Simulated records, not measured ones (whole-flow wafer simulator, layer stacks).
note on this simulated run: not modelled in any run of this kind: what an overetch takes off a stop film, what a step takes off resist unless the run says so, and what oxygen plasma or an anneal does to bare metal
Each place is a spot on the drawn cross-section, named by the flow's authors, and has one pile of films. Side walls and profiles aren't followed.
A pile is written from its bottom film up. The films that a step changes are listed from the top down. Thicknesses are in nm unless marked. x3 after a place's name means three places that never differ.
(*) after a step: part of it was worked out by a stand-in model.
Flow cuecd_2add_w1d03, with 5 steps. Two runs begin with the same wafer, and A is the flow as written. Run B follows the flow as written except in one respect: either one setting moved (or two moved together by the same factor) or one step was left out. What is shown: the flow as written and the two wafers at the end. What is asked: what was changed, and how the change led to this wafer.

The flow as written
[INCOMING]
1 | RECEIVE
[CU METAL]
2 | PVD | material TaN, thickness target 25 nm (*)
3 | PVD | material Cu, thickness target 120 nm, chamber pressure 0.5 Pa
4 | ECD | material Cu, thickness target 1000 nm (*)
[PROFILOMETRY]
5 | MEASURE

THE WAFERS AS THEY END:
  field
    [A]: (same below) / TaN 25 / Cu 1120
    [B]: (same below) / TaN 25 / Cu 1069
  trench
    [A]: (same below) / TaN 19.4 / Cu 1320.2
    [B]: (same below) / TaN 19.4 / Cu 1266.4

Cause: step 3, PVD: thickness target 69 nm was run, whereas the flow has thickness target 120 nm.

How this came from the change, step by step:
  3 | PVD | material Cu, thickness target 120 nm, chamber pressure 0.5 Pa
      field: A Cu gains 120 (new film) | B Cu gains 69 (new film)
      trench: A Cu gains 93.4 (new film) | B Cu gains 53.8 (new film)
